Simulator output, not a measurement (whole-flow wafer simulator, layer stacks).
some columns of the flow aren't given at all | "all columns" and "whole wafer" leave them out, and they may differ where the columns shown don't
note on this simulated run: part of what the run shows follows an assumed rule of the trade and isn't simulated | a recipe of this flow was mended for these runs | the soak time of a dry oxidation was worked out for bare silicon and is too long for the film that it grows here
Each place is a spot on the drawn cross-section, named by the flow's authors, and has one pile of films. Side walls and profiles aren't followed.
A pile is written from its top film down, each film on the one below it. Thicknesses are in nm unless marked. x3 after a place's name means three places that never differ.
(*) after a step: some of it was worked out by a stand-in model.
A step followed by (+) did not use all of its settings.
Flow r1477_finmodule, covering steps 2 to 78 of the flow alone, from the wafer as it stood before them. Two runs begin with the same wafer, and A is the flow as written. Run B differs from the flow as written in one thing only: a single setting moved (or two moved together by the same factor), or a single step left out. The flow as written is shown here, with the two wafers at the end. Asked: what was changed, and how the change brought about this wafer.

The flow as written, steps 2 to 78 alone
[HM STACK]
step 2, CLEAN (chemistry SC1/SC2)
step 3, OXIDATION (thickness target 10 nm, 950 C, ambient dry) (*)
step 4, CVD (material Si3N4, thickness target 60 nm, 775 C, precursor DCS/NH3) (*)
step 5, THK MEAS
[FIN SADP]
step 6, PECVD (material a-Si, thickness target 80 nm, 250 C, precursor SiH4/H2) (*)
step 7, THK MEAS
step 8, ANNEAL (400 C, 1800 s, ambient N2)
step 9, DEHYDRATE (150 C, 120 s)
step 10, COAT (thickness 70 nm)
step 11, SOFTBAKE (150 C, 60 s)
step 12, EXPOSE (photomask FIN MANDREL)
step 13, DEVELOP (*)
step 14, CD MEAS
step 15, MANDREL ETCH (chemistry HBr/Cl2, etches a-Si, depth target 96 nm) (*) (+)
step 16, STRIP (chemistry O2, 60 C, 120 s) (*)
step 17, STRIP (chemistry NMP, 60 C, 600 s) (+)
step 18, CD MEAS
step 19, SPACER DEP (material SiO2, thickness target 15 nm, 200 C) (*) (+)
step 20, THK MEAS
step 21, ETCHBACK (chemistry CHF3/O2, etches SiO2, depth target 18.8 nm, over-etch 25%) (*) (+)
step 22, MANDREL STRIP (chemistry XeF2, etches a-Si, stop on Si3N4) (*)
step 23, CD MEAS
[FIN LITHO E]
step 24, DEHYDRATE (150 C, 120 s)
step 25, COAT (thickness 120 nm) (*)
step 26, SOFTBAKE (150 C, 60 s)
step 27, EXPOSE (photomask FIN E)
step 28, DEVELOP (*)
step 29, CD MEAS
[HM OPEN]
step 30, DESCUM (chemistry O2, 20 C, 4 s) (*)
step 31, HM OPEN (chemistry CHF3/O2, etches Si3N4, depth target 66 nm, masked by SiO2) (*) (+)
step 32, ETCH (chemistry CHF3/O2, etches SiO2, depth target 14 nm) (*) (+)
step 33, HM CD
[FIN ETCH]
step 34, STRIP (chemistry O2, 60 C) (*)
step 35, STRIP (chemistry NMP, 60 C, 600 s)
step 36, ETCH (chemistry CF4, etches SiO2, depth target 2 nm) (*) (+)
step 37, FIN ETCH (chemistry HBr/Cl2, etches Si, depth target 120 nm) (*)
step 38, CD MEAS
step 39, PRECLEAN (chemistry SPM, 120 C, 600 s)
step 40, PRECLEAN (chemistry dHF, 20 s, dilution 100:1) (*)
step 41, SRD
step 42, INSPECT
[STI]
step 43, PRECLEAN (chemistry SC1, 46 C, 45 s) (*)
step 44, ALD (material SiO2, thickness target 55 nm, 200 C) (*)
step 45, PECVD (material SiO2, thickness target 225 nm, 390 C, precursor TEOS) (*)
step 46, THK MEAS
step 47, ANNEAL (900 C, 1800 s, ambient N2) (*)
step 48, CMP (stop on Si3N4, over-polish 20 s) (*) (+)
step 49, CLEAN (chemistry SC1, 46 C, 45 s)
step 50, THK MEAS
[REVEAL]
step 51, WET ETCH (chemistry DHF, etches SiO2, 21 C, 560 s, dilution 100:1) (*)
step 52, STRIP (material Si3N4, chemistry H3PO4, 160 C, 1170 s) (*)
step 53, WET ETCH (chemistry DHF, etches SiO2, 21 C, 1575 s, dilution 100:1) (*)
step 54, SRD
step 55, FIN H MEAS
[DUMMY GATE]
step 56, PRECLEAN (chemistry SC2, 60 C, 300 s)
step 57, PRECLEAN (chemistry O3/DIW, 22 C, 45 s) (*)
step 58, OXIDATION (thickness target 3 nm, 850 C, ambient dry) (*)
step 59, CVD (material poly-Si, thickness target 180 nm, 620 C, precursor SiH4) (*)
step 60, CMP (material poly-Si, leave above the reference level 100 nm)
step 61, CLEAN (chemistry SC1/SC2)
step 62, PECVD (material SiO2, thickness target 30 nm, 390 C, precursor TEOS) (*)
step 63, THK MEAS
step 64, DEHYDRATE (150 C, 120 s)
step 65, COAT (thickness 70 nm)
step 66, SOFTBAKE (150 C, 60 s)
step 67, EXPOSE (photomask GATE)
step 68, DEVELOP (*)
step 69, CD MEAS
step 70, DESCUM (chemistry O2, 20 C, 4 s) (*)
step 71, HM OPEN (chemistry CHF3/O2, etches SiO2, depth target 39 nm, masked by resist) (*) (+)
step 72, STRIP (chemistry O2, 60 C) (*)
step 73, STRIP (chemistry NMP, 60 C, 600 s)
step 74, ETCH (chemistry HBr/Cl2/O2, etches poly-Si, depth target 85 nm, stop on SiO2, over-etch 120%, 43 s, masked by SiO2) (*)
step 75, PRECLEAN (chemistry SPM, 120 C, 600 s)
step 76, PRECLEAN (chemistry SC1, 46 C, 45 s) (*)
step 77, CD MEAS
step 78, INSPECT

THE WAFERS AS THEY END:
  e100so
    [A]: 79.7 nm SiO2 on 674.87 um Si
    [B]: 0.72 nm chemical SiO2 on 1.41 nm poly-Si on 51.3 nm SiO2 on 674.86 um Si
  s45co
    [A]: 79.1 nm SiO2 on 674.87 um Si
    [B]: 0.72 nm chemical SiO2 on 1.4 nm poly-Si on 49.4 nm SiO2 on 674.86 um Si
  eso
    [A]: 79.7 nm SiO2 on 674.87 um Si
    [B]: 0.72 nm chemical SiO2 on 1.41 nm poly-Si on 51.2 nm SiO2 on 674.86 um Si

What caused this: step 4, CVD: 702.6 C was run, while the flow as written has 775 C.

Step by step, how the change led to this:
  step 4, CVD (material Si3N4, thickness target 60 nm, 775 C, precursor DCS/NH3) (*)
      pad, padg, elg and 33 more: A +60 Si3N4 (new film) | B +15 Si3N4 (new film)
  step 31, HM OPEN (chemistry CHF3/O2, etches Si3N4, depth target 66 nm, masked by SiO2) (*) (+)
      pad, padg, esg and 13 more: A -54.1 Si3N4 (all of it), -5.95 SiO2 | B -9.14 Si3N4 (all of it), -10 SiO2 (all of it), -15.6 Si
      s40cg, s45cg, s50cg, s40co, s45co, s50co: A -60 Si3N4 (all of it), -3 SiO2 | B -15 Si3N4 (all of it), -10 SiO2 (all of it), -13.7 Si
  step 32, ETCH (chemistry CHF3/O2, etches SiO2, depth target 14 nm) (*) (+)
      e100sg, s40sg, e100so, s40so: A -4.05 SiO2 (all of it), -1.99 Si | B -2.58 Si
      pad, padg: A -4.05 SiO2 (all of it), -1.99 Si | B -2.8 Si
      (as well as at 16 more places)
  step 37, FIN ETCH (chemistry HBr/Cl2, etches Si, depth target 120 nm) (*)
      elg, e40lg, e100lg, e200lg, elo, e40lo, e100lo, e200lo: A -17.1 Si3N4 | B -6.64 Si3N4 (all of it), -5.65 SiO2
  step 40, PRECLEAN (chemistry dHF, 20 s, dilution 100:1) (*)
      elg, e40lg, e100lg, e200lg, elo, e40lo, e100lo, e200lo: A -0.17 Si3N4 | B -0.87 SiO2
  step 44, ALD (material SiO2, thickness target 55 nm, 200 C) (*)
      elg, e40lg, e100lg, e200lg, elo, e40lo, e100lo, e200lo: A +55 SiO2 (new film) | B +55 SiO2
      s40sg, s45sg, s50sg, s40so, s45so, s50so: A +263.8 SiO2 (new film) | B +235 SiO2 (new film)
      (as well as at 14 more places)
  step 48, CMP (stop on Si3N4, over-polish 20 s) (*) (+)
      pad, padg: A -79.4 SiO2 | B -108 SiO2
  step 51, WET ETCH (chemistry DHF, etches SiO2, 21 C, 560 s, dilution 100:1) (*)
      elg, e40lg, e100lg, e200lg, elo, e40lo, e100lo, e200lo: A -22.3 SiO2 (all of it), -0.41 Si3N4 | B -21.6 SiO2 (all of it)
  step 52, STRIP (material Si3N4, chemistry H3PO4, 160 C, 1170 s) (*)
      elg, e40lg, e100lg, e200lg, elo, e40lo, e100lo, e200lo: A -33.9 Si3N4 (all of it), -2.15 SiO2 | B +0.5 chemical SiO2 (new film), -0.22 Si
      s40sg_line, s45sg_line, s50sg_line, s40so_line, s45so_line, s50so_line: A -55.1 Si3N4 (all of it), -1.49 SiO2 | B -10.1 Si3N4 (all of it), -2.89 SiO2
  step 53, WET ETCH (chemistry DHF, etches SiO2, 21 C, 1575 s, dilution 100:1) (*)
      elg, e40lg, e100lg, e200lg, elo, e40lo, e100lo, e200lo: A -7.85 SiO2 (all of it) | B -0.5 chemical SiO2 (all of it)
      s40sg_line, s45sg_line, s50sg_line, s40so_line, s45so_line, s50so_line: A -8.51 SiO2 (all of it) | B -7.11 SiO2 (all of it)
  step 59, CVD (material poly-Si, thickness target 180 nm, 620 C, precursor SiH4) (*)
      s40cg, s40sg, s45cg and 9 more: A +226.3 poly-Si (new film) | B +271.2 poly-Si (new film)
      esg, e40sg, e100sg, eso, e40so, e100so: A +226.3 poly-Si (new film) | B +271 poly-Si (new film)
      (as well as at 2 more places)
  step 60, CMP (material poly-Si, leave above the reference level 100 nm)
      pad, padg: A -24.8 poly-Si | B nothing
      e200sg, e200so: A -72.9 poly-Si | B -79.8 poly-Si
  step 74, ETCH (chemistry HBr/Cl2/O2, etches poly-Si, depth target 85 nm, stop on SiO2, over-etch 120%, 43 s, masked by SiO2) (*)
      eso, e40so, e100so and 7 more: A -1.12 chemical SiO2 (all of it), -143.9 poly-Si (all of it), -0.22 SiO2 | B -1.12 chemical SiO2 (all of it), -187 poly-Si
      pad: A -1.12 chemical SiO2 (all of it), -152.8 poly-Si (all of it), -0.17 SiO2 | B -1.12 chemical SiO2 (all of it), -177.6 poly-Si (all of it), -0.05 SiO2
  step 75, PRECLEAN (chemistry SPM, 120 C, 600 s)
      eso, e40so, e100so and 7 more: A nothing | B +0.8 chemical SiO2 (new film), -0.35 poly-Si
